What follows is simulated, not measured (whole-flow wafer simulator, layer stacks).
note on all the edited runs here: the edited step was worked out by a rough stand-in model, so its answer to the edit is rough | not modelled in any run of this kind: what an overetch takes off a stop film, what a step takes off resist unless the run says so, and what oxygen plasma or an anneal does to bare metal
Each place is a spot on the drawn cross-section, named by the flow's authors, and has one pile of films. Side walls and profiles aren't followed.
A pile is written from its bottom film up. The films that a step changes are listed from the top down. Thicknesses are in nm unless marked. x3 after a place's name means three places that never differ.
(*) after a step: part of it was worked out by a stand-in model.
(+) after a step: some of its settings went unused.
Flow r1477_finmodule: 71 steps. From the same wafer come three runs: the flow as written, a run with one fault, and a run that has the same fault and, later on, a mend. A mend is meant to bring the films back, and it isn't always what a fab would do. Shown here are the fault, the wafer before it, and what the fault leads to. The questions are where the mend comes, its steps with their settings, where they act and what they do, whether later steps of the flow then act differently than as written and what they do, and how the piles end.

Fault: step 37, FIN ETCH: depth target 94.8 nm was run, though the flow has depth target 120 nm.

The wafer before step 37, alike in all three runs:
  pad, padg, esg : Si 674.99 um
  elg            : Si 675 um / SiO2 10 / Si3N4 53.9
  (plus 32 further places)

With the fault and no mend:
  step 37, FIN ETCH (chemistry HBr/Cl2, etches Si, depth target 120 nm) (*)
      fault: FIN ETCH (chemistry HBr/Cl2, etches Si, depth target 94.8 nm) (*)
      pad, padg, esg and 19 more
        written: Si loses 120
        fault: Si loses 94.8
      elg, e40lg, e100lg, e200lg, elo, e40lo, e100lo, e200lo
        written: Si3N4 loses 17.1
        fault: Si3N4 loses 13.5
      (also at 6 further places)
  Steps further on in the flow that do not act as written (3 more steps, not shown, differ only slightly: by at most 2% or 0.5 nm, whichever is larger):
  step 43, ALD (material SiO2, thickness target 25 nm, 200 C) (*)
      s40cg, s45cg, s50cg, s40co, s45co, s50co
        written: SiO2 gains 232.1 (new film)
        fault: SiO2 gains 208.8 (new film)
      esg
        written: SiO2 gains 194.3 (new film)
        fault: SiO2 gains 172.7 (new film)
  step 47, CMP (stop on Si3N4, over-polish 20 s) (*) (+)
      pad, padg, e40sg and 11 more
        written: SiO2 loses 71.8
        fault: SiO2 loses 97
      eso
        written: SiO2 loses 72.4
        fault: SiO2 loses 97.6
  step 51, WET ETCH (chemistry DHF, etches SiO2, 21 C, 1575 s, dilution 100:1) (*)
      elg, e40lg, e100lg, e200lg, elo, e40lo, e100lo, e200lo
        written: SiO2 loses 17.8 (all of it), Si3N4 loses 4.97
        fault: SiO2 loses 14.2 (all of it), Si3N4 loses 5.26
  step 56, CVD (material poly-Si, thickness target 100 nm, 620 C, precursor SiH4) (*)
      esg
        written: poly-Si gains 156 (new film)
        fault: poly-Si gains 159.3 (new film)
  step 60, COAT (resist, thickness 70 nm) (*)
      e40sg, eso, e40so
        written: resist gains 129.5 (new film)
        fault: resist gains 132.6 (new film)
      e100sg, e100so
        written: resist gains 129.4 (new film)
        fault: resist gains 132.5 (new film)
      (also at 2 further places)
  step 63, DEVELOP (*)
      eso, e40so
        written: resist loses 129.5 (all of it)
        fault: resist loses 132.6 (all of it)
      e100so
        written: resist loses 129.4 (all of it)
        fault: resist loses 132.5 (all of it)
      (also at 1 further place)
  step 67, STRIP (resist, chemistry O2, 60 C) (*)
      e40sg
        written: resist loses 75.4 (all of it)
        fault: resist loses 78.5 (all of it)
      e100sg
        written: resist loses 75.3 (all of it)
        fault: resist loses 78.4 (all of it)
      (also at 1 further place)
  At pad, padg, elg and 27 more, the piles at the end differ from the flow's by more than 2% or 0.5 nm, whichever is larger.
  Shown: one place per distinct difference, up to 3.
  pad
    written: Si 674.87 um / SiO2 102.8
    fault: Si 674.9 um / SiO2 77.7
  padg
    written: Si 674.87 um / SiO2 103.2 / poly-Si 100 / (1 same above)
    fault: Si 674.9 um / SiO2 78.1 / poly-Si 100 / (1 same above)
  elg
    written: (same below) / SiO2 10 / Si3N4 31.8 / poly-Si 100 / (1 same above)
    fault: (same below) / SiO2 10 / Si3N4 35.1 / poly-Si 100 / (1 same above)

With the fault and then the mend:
  After step 38 comes the mend.
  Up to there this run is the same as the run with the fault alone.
  step 38a, FIN ETCH (chemistry HBr/Cl2, etches Si, depth target 25.2 nm) (*) (a further turn of the flow's step 37, with different settings)
      pad, padg, esg and 19 more
        Si loses 25.2
      elg, e40lg, e100lg, e200lg, elo, e40lo, e100lo, e200lo
        Si3N4 loses 3.6
      s40sg_line, s45sg_line, s50sg_line, s40so_line, s45so_line, s50so_line
        SiO2 loses 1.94
  None of the later steps of the flow acts differently than as written at any place that is followed.
  By the end, the piles equal the flow's at every place that both follow.
